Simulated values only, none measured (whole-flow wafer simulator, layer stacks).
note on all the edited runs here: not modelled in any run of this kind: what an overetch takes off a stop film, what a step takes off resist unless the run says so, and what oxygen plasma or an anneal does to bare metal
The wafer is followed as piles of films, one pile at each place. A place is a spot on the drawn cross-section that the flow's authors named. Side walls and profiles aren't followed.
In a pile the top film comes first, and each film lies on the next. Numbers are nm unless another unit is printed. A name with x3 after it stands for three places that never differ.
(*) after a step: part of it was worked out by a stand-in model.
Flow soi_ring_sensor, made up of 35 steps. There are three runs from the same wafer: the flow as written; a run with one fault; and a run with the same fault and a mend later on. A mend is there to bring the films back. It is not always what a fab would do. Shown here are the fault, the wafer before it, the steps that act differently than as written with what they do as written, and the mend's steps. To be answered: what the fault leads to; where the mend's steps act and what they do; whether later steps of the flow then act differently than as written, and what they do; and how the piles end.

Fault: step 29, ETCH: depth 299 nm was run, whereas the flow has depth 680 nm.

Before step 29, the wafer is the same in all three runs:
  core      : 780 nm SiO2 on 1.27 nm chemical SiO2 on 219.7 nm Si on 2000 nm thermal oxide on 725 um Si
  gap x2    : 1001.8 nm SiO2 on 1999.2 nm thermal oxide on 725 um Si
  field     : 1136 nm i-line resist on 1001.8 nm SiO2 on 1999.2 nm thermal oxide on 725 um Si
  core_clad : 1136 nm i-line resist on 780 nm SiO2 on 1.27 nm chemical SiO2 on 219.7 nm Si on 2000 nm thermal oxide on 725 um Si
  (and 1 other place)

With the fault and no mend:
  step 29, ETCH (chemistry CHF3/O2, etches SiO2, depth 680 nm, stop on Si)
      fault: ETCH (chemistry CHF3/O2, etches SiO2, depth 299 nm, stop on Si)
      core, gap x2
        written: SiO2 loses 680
        fault: SiO2 loses 299
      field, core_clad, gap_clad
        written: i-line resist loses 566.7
        fault: i-line resist loses 249.2
  Steps further on in the flow that do not act as written:
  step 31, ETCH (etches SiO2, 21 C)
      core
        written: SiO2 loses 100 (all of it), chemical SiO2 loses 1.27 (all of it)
        fault: SiO2 loses 462
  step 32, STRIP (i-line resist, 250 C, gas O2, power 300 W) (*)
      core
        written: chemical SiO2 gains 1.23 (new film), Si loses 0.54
        fault: nothing
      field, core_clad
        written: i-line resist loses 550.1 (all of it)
        fault: i-line resist loses 867.6 (all of it)
  By the end, the piles at core depart from the flow's by more than 2% or 0.5 nm, whichever is larger.
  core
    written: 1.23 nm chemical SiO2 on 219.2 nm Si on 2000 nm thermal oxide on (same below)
    fault: 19 nm SiO2 on 1.27 nm chemical SiO2 on 219.7 nm Si on 2000 nm thermal oxide on (same below)

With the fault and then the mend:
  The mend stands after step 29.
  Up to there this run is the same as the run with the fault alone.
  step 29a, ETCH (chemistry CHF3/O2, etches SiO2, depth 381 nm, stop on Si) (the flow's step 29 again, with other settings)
      core, gap x2
        SiO2 loses 381
      field, core_clad, gap_clad
        i-line resist loses 317.5
  None of the later steps of the flow acts differently than as written at any place that is followed.
  At every place that both follow, the piles at the end match the flow's.
